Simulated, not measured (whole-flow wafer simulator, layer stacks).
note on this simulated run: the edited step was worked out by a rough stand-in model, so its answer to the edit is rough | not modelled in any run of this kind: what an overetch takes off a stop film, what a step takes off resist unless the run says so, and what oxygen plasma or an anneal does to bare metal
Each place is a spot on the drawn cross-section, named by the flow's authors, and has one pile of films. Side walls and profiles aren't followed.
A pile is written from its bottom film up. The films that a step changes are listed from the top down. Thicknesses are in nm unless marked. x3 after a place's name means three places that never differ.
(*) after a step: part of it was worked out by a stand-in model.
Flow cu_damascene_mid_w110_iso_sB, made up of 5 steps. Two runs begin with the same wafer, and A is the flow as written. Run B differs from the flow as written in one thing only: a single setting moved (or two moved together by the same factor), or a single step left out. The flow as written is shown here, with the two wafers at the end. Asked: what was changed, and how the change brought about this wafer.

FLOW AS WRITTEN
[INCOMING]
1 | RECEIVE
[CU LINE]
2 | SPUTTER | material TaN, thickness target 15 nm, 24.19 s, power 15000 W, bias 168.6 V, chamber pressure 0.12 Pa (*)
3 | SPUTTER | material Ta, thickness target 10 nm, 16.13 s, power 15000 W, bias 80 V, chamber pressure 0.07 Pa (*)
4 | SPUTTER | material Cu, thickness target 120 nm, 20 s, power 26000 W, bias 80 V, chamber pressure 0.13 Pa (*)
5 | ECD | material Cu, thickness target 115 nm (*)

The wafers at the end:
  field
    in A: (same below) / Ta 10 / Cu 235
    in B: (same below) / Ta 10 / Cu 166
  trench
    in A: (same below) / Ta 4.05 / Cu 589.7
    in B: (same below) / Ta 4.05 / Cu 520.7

What caused this: step 4, SPUTTER: thickness target 51 nm was run, whereas the flow has thickness target 120 nm; step 4, SPUTTER: 8.5 s was run, where the flow has 20 s.

Step by step, how the change led to this:
  4 | SPUTTER | material Cu, thickness target 120 nm, 20 s, power 26000 W, bias 80 V, chamber pressure 0.13 Pa (*)
      field: A +120 Cu (new film) | B +51 Cu (new film)
      trench: A +49.9 Cu (new film) | B +21.2 Cu (new film)
  5 | ECD | material Cu, thickness target 115 nm (*)
      trench: A +539.8 Cu | B +499.5 Cu
